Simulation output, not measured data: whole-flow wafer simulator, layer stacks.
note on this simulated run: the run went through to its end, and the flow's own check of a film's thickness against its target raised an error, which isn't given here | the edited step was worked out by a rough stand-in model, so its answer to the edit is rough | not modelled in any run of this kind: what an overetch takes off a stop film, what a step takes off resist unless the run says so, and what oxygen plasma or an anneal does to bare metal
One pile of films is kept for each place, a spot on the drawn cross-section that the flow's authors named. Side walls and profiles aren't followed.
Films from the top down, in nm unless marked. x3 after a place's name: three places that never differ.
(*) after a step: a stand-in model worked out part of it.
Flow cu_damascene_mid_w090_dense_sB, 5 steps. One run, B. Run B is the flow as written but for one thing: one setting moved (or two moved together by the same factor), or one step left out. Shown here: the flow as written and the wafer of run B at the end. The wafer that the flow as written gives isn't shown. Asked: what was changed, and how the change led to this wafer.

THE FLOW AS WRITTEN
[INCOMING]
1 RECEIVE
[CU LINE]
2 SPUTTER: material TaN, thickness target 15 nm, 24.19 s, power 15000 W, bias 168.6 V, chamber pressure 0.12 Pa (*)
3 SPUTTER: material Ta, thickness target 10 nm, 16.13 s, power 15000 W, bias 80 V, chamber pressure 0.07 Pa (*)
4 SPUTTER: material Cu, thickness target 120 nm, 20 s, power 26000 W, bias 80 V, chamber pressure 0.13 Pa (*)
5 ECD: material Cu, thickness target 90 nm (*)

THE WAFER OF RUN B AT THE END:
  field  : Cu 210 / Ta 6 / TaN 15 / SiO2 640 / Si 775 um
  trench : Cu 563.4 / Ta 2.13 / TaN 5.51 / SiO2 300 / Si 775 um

The cause: step 3, SPUTTER: thickness target 6 nm was run, where the flow has thickness target 10 nm; step 3, SPUTTER: 9.68 s was run, where the flow has 16.13 s.
It can be read off the wafer: field has Ta 6, and step 3 as written asks for 10 nm.

How the change led to this, step by step:
  3 SPUTTER: material Ta, thickness target 10 nm, 16.13 s, power 15000 W, bias 80 V, chamber pressure 0.07 Pa (*)
      field: Ta +6 (new film) (as written it would be: Ta +10 (new film))
      trench: Ta +2.13 (new film) (as written it would be: Ta +3.55 (new film))
